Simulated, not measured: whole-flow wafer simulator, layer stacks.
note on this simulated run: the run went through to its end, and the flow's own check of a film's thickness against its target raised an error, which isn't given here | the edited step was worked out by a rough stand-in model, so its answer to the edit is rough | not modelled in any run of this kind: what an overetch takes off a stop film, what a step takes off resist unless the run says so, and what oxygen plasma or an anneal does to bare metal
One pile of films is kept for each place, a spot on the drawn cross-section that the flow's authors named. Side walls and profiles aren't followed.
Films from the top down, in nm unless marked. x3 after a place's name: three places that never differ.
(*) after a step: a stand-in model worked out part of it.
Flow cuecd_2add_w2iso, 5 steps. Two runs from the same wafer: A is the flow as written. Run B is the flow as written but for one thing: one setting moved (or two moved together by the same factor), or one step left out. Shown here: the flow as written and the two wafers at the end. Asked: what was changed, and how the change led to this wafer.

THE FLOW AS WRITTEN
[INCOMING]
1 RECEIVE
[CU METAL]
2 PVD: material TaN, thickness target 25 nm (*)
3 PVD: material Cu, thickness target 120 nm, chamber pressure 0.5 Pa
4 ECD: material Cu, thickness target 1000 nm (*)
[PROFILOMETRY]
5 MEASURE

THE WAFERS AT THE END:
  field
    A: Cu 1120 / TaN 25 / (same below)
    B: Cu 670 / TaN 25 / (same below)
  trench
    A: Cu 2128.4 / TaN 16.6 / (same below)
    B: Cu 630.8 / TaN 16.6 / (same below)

The cause: step 4, ECD: thickness target 550 nm was run, where the flow has thickness target 1000 nm.

How the change led to this, step by step:
  4 ECD: material Cu, thickness target 1000 nm (*)
      field: A Cu +1000 | B Cu +550
      trench: A Cu +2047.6 | B Cu +550
